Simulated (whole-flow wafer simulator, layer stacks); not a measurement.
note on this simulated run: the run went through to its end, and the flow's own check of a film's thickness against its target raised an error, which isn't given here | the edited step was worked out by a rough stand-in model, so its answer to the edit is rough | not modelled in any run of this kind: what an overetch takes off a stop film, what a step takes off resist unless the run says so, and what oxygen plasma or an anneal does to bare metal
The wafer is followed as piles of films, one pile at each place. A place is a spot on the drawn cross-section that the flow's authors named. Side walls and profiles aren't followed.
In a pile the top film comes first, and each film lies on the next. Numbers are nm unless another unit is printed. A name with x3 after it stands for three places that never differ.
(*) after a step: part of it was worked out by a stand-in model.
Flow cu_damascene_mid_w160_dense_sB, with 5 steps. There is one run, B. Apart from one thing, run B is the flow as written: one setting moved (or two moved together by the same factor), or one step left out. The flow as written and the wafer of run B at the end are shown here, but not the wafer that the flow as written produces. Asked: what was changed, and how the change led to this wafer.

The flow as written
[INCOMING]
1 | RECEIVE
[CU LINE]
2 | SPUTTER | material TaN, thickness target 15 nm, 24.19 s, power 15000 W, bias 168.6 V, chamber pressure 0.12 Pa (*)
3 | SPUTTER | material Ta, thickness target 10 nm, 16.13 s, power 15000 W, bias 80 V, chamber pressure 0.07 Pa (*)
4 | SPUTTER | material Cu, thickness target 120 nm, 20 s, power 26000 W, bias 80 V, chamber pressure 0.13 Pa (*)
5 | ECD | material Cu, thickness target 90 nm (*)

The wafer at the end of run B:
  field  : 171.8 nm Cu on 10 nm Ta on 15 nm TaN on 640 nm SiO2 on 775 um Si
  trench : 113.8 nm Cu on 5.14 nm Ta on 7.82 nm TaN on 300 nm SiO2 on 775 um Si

What caused this: step 5, ECD: thickness target 51.8 nm was run, though the flow has thickness target 90 nm.

The path from the change to this, step by step:
  5 | ECD | material Cu, thickness target 90 nm (*)
      field: +51.8 Cu (in the flow as written it would be: +90 Cu)
      trench: +51.8 Cu (in the flow as written it would be: +500 Cu)
